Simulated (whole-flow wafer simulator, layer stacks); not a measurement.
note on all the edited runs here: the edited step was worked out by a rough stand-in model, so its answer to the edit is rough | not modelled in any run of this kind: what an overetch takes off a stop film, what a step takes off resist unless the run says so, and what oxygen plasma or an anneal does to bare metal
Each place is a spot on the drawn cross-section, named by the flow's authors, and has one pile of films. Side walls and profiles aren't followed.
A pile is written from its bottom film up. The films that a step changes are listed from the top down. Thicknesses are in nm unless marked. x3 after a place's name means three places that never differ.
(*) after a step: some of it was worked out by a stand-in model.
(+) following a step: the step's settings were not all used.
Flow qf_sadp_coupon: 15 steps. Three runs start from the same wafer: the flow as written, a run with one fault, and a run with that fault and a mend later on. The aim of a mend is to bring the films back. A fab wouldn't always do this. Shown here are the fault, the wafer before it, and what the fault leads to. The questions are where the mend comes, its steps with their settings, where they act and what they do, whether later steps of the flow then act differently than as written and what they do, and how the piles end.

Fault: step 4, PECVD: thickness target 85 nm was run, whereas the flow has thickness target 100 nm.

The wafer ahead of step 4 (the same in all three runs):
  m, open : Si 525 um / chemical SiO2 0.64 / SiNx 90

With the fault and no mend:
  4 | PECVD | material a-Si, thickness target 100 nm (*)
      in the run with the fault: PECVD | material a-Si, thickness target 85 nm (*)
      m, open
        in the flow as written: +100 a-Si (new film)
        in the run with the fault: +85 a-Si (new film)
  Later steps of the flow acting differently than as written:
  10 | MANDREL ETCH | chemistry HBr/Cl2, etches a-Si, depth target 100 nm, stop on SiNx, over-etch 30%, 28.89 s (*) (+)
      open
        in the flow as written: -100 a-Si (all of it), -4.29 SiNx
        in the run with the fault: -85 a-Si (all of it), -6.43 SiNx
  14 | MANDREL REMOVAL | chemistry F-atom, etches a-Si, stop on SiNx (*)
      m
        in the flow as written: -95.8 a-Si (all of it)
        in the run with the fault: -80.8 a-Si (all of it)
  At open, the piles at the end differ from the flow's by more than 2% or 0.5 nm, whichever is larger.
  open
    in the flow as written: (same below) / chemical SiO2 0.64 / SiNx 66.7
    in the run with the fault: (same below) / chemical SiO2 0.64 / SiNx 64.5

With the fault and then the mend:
  The mend follows step 4.
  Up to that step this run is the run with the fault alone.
  4a | PECVD | material a-Si, thickness target 15 nm (*) (a further turn of the flow's step 4, with different settings)
      m, open
        +15 a-Si
  None of the later steps of the flow acts differently than as written at any place that is followed.
  At every place that both follow, the piles at the end match the flow's.
